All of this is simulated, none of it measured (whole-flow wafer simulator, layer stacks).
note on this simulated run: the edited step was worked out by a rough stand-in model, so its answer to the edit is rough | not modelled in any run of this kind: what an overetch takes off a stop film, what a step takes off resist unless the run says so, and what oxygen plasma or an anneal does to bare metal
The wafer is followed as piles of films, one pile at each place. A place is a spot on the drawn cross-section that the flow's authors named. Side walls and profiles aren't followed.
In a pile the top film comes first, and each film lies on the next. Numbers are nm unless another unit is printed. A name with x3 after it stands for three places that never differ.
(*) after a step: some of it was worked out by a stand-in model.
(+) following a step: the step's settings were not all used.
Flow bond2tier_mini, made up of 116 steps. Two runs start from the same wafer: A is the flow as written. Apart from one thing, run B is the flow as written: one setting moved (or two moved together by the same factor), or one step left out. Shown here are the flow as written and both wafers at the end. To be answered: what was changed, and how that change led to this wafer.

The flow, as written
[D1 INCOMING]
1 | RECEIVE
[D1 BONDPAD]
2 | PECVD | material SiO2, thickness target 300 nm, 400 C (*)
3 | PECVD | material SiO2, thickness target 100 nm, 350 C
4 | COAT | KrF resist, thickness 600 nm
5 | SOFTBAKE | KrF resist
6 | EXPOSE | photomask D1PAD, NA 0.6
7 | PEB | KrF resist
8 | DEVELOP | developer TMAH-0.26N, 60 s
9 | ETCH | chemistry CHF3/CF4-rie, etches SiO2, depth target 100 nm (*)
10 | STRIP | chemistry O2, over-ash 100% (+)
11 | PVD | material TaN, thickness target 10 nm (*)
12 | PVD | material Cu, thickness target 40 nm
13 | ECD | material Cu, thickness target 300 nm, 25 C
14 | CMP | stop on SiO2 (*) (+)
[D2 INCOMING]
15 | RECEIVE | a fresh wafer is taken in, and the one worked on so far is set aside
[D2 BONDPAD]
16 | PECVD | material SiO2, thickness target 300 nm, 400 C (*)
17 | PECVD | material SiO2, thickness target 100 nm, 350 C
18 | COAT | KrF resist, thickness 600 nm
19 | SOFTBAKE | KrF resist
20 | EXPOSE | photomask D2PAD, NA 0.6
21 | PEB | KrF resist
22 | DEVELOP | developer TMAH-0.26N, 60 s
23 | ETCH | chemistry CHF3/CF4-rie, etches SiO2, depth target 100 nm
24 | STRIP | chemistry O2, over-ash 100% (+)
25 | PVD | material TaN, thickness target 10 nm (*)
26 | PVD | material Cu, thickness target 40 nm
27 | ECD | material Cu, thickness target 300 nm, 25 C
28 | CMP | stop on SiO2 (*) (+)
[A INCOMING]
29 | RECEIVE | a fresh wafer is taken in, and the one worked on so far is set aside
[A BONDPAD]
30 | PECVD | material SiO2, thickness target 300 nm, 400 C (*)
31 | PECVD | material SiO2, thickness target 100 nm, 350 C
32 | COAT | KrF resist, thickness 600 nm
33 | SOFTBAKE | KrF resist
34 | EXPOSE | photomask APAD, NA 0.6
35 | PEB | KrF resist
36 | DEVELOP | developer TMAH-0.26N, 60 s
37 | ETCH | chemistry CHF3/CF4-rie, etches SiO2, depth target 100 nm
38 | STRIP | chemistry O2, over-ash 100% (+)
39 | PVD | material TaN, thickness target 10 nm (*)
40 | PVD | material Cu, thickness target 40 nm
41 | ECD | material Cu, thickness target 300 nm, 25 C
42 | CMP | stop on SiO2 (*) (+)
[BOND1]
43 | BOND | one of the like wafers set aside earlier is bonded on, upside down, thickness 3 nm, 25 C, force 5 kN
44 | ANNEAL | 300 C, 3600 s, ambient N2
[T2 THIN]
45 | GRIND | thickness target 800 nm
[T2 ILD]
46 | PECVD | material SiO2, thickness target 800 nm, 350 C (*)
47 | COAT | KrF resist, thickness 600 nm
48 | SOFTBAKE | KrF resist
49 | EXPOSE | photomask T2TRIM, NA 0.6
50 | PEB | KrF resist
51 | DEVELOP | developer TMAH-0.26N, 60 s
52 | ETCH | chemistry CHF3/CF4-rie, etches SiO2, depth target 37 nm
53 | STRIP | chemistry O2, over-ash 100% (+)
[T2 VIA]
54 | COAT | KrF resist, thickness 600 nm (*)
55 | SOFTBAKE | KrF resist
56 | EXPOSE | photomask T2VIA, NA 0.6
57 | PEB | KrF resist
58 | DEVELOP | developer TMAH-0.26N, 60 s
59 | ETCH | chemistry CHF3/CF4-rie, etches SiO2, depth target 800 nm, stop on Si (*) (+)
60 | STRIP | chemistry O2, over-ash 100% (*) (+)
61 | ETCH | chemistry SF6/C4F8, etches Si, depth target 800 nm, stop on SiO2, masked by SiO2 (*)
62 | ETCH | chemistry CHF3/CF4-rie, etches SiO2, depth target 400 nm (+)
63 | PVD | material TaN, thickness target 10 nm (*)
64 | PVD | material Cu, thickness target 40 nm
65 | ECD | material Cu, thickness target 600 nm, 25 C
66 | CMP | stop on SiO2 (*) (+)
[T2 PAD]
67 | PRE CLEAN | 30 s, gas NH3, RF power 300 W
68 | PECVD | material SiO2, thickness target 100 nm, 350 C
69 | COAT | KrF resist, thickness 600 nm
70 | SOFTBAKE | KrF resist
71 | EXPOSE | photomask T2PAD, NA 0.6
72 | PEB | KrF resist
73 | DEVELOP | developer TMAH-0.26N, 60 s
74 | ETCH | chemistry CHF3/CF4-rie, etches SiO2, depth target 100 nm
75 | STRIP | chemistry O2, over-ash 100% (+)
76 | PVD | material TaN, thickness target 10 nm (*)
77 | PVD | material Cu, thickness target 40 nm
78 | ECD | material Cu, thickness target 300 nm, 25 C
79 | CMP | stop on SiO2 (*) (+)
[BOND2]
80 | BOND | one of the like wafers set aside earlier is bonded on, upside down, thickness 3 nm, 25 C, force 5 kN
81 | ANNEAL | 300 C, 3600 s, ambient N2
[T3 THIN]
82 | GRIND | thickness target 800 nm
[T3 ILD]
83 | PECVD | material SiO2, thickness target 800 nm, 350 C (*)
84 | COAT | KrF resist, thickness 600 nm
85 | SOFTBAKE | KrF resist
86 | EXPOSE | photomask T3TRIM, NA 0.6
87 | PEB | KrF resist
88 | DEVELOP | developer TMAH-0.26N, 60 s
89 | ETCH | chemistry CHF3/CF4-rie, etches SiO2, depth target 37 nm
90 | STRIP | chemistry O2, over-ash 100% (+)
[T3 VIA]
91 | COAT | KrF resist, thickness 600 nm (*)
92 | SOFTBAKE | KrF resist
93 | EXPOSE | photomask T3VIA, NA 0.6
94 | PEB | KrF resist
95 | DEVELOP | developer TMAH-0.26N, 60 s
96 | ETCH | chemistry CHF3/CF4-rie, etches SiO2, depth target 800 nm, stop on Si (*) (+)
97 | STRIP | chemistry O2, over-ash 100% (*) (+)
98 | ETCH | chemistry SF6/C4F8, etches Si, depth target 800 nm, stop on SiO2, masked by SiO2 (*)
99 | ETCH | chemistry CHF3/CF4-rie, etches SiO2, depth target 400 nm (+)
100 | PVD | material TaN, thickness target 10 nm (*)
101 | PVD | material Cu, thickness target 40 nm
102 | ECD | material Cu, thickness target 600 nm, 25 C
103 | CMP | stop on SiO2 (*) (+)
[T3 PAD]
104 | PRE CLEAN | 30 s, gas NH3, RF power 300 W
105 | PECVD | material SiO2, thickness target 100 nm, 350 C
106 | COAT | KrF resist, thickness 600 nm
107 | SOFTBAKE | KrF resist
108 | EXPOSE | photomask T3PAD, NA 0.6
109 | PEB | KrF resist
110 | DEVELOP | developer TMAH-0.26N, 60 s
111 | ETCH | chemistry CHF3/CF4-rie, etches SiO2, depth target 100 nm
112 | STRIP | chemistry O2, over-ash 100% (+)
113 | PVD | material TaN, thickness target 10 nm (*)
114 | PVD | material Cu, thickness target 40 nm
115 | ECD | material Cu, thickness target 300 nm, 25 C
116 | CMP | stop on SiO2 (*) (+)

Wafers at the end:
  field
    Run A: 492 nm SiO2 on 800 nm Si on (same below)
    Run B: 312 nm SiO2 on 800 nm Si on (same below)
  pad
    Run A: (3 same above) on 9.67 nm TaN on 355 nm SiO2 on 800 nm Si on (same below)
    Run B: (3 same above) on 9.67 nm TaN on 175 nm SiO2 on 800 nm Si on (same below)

Cause: step 83, PECVD: thickness target 620 nm was run, while the flow as written has thickness target 800 nm.

Step by step, how the change led to this:
  83 | PECVD | material SiO2, thickness target 800 nm, 350 C (*)
      field, pad: A SiO2 gains 800 (new film) | B SiO2 gains 620 (new film)
